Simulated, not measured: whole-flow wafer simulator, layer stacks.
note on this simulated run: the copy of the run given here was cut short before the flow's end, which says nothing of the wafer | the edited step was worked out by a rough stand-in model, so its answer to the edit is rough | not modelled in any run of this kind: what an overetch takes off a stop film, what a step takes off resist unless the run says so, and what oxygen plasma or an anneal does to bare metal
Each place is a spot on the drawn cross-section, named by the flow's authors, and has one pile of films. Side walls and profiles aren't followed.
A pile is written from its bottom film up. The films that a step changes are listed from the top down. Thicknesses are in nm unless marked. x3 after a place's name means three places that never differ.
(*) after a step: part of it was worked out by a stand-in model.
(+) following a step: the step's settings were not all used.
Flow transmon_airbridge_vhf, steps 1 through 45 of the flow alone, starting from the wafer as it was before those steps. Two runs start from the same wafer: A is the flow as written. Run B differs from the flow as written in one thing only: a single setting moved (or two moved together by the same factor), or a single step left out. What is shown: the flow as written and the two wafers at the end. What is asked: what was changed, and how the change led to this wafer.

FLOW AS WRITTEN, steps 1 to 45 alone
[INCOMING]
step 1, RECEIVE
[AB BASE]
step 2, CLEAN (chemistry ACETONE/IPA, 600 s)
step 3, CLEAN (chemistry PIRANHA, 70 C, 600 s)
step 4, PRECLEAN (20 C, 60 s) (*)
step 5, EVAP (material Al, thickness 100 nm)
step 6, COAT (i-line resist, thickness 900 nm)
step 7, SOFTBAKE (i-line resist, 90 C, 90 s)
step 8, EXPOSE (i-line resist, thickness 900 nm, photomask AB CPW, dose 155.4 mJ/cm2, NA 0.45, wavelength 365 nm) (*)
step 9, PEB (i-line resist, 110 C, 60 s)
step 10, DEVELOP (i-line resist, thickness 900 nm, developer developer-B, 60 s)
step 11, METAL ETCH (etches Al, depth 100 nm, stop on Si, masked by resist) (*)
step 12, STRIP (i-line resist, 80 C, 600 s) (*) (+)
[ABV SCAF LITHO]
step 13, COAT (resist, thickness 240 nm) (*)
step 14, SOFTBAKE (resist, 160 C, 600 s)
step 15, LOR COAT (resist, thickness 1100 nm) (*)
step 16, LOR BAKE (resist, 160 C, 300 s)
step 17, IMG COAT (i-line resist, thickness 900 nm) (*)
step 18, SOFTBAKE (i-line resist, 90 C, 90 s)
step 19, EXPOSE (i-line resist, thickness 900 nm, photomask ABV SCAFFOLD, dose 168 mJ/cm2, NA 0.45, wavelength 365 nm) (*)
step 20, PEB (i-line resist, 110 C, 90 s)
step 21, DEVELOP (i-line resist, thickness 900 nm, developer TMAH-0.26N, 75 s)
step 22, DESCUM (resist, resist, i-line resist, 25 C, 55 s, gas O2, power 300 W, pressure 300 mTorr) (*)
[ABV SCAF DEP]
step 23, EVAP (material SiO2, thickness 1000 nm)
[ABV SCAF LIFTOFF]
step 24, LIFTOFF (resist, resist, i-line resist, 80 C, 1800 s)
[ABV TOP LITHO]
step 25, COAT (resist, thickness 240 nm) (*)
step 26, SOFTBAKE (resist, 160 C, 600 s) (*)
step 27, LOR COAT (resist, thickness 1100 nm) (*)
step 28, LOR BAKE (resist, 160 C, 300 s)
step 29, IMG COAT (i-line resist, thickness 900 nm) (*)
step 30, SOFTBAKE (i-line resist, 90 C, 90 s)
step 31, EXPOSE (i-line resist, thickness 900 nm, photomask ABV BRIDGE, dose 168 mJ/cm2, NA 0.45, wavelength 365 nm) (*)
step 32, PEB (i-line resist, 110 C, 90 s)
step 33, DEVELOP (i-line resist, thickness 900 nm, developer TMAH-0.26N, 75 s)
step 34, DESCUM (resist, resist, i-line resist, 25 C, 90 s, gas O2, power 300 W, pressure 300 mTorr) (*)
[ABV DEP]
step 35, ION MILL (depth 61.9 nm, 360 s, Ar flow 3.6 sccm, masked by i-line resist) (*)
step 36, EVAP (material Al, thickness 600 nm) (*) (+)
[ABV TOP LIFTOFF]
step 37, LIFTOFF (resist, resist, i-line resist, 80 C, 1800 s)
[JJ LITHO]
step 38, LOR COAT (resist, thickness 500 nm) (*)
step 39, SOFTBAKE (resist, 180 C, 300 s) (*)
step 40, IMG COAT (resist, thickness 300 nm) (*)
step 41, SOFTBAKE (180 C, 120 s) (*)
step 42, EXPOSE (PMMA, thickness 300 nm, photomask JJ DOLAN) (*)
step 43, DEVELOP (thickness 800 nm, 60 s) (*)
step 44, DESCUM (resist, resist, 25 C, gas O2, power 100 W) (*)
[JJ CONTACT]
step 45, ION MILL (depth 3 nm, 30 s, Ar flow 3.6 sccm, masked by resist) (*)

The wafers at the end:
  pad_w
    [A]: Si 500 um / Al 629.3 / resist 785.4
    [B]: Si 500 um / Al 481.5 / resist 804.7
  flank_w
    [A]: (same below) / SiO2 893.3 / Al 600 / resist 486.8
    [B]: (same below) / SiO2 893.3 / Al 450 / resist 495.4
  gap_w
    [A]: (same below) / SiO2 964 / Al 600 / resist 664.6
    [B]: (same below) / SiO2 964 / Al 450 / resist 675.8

What caused this: step 36, EVAP: thickness 450 nm was run, though the flow has thickness 600 nm.
One can read it off the wafer: flank_w has Al 450, and step 36 as written asks for 600 nm.

The path from the change to this, step by step:
  step 36, EVAP (material Al, thickness 600 nm) (*) (+)
      field x3, jj_line, ground_far and 10 more: A Al gains 600 (new film) | B Al gains 450 (new film)
      pad_w, pad_e: A Al gains 591.2 | B Al gains 443.4
  step 37, LIFTOFF (resist, resist, i-line resist, 80 C, 1800 s)
      field x3, jj_line, trace_open_s x2: A Al loses 600 (all of it), i-line resist loses 600 (all of it), resist loses 1340 (all of it) | B Al loses 450 (all of it), i-line resist loses 600 (all of it), resist loses 1340 (all of it)
      margin_s, margin_n: A Al loses 600 (all of it), i-line resist loses 318.3 (all of it), resist loses 992 (all of it) | B Al loses 450 (all of it), i-line resist loses 318.3 (all of it), resist loses 992 (all of it)
      (as well as at 1 more place)
  step 38, LOR COAT (resist, thickness 500 nm) (*)
      pad_w, pad_e: A resist gains 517 (new film) | B resist gains 529.8 (new film)
      margin_s, margin_n: A resist gains 445.3 (new film) | B resist gains 432.4 (new film)
      (as well as at 1 more place)
  step 40, IMG COAT (resist, thickness 300 nm) (*)
      pad_w, pad_e: A resist gains 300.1 | B resist gains 306.7
      flank_w, flank_e: A resist gains 212.1 | B resist gains 217
      (as well as at 3 more places)
